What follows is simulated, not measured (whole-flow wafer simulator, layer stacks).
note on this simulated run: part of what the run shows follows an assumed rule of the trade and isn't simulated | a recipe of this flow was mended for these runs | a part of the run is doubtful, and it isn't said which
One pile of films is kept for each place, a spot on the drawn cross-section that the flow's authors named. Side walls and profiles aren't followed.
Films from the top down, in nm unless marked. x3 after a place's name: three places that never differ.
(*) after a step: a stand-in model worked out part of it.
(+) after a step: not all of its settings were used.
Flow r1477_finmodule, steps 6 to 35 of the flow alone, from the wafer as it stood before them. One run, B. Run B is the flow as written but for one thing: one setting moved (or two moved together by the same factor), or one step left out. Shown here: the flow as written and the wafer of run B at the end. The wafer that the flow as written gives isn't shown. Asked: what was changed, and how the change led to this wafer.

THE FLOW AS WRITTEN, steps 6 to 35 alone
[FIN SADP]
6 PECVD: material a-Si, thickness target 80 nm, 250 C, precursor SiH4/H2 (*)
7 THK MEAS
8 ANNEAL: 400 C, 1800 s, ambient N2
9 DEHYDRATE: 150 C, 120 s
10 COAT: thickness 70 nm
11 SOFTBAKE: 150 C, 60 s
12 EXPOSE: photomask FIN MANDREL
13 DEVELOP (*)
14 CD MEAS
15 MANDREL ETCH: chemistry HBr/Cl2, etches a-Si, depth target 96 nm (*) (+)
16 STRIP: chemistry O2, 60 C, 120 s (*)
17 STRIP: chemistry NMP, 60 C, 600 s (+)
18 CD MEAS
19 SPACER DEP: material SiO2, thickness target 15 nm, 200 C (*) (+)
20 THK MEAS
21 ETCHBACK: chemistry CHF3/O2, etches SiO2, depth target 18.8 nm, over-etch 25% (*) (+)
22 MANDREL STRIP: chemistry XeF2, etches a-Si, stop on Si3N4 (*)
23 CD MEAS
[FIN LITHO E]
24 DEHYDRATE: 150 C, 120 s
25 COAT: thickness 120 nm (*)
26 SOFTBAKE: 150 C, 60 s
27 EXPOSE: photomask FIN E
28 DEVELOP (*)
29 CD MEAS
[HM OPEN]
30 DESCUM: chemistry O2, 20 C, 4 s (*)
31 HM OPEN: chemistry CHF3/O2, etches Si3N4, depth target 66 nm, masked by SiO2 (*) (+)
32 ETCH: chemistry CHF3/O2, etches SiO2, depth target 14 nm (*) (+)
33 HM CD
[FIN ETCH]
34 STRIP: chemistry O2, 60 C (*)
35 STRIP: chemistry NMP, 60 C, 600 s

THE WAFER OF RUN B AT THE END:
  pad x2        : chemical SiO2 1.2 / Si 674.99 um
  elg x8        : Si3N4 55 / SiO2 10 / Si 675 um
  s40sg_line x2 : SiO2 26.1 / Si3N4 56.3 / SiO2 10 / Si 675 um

The cause: step 6, PECVD: thickness target 70.4 nm was run, where the flow has thickness target 80 nm; step 21, ETCHBACK: depth target 16.5 nm was run, where the flow has depth target 18.8 nm.

How the change led to this, step by step:
  6 PECVD: material a-Si, thickness target 80 nm, 250 C, precursor SiH4/H2 (*)
      pad x2, elg x8, esg x2 and 24 more: a-Si +70.4 (new film) (as written it would be: a-Si +80 (new film))
  15 MANDREL ETCH: chemistry HBr/Cl2, etches a-Si, depth target 96 nm (*) (+)
      pad x2, elg x8, esg x2 and 18 more: a-Si -70.4 (all of it), Si3N4 -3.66 (as written it would be: a-Si -80 (all of it), Si3N4 -2.29)
  21 ETCHBACK: chemistry CHF3/O2, etches SiO2, depth target 18.8 nm, over-etch 25% (*) (+)
      pad x2, elg x8, esg x2 and 12 more: SiO2 -15 (all of it), Si3N4 -1.39 (as written it would be: SiO2 -15 (all of it), Si3N4 -3.62)
  22 MANDREL STRIP: chemistry XeF2, etches a-Si, stop on Si3N4 (*)
      s40cg x2, s45cg x2, s50cg x2: a-Si -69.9 (all of it) (as written it would be: a-Si -79 (all of it))
  25 COAT: thickness 120 nm (*)
      s40sg_line x2: e-beam-resist +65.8 (new film) (as written it would be: e-beam-resist +60 (new film))
      s45sg_line x2: e-beam-resist +66 (new film) (as written it would be: e-beam-resist +60.3 (new film))
      (and at 2 more places)
  28 DEVELOP (*)
      s40sg_line x2: e-beam-resist -65.8 (all of it) (as written it would be: e-beam-resist -60 (all of it))
      s45sg_line x2: e-beam-resist -66 (all of it) (as written it would be: e-beam-resist -60.3 (all of it))
      (and at 2 more places)
